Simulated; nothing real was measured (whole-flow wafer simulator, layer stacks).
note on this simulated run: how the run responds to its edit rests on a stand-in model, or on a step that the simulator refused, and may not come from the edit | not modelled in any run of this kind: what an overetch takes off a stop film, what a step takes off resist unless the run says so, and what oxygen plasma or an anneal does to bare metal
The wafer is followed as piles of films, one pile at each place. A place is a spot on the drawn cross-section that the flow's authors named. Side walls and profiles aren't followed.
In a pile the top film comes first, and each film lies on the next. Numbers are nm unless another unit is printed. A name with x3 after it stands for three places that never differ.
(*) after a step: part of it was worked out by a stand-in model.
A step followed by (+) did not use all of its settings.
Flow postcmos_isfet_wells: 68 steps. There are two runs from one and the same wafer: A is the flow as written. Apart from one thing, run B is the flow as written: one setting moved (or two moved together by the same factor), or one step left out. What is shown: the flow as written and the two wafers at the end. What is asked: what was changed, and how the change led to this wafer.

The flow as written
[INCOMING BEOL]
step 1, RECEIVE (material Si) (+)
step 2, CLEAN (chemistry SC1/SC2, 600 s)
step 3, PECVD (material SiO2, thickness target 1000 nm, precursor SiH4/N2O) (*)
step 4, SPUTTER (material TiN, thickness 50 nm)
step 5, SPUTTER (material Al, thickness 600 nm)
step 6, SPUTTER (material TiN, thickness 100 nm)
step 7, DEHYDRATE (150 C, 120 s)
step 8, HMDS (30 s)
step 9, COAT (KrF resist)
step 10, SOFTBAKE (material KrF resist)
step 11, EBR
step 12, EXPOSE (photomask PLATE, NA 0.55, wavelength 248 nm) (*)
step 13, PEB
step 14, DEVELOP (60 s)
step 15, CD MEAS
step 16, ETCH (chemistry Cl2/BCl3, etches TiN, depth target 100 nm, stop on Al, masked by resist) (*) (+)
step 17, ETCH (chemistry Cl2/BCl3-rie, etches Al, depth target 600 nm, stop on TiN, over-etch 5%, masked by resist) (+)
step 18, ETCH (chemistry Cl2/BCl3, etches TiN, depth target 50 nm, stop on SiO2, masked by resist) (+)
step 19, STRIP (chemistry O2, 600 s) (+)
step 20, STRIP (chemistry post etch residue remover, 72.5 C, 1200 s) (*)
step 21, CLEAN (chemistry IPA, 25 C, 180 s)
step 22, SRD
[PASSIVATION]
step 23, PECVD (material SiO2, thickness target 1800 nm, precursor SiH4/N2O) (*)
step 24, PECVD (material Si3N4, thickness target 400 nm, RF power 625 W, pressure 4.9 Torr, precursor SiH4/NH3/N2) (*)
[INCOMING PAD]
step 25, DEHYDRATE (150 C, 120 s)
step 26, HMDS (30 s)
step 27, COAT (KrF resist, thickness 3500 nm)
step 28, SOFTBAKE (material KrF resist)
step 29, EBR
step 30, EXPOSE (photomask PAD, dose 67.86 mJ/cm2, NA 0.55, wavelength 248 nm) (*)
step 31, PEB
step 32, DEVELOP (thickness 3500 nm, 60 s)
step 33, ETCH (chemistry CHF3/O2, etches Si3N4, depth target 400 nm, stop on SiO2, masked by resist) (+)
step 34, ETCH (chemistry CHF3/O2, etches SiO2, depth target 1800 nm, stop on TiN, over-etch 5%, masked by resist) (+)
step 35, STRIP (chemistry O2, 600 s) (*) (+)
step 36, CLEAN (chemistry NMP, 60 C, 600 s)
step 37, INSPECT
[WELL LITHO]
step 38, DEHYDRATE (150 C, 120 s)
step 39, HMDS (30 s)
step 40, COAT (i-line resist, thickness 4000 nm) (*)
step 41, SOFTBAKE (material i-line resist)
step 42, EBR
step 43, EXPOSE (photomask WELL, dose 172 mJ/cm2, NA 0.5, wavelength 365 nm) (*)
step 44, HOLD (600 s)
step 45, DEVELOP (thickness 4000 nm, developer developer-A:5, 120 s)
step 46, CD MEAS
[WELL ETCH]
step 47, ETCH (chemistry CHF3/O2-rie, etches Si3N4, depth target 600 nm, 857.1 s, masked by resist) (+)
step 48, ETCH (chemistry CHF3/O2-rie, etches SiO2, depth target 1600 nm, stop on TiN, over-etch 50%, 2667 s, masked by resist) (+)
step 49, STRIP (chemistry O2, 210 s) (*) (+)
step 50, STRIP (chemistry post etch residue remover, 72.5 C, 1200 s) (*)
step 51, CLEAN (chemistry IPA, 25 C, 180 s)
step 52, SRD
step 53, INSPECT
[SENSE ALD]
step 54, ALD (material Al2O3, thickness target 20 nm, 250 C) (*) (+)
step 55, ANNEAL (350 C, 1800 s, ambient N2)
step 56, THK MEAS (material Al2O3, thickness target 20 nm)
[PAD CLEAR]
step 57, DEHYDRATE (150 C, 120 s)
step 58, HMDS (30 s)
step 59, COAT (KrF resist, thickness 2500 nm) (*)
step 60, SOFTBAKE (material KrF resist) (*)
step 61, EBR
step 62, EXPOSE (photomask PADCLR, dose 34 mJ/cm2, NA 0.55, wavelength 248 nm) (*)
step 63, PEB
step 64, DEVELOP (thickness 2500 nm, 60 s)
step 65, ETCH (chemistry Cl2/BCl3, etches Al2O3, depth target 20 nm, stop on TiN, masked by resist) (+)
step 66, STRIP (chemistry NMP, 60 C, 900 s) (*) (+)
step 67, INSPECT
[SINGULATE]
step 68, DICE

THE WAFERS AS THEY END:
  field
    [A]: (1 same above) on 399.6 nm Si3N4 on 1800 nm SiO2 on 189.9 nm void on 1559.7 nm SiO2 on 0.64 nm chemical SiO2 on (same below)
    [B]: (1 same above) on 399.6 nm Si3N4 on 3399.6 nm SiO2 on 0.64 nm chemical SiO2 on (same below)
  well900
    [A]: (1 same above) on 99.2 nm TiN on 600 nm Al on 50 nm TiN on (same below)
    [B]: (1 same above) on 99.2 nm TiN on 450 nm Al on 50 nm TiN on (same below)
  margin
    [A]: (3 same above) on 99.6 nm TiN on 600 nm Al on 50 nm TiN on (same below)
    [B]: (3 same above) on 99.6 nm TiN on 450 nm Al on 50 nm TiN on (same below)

Cause: step 5, SPUTTER: thickness 450 nm was run, whereas the flow has thickness 600 nm.
One can read it off the wafer: well900 has Al 450, and step 5 as written asks for 600 nm.

The path from the change to this, step by step:
  step 5, SPUTTER (material Al, thickness 600 nm)
      field, margin, well900, well1300 x3, pad_rim, pad_clr, pad_open: A Al gains 600 (new film) | B Al gains 450 (new film)
  step 17, ETCH (chemistry Cl2/BCl3-rie, etches Al, depth target 600 nm, stop on TiN, over-etch 5%, masked by resist) (+)
      margin, well900, well1300 x3, pad_rim, pad_clr, pad_open: A KrF resist loses 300 | B KrF resist loses 236.2
      field: A Al loses 600 (all of it) | B Al loses 450 (all of it)
  step 19, STRIP (chemistry O2, 600 s) (+)
      margin, well900, well1300 x3, pad_rim, pad_clr, pad_open: A KrF resist loses 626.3 (all of it) | B KrF resist loses 690 (all of it)
  step 23, PECVD (material SiO2, thickness target 1800 nm, precursor SiH4/N2O) (*)
      field: A SiO2 gains 1800 (new film), void gains 189.9 (new film), SiO2 gains 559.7 | B SiO2 gains 2399.6
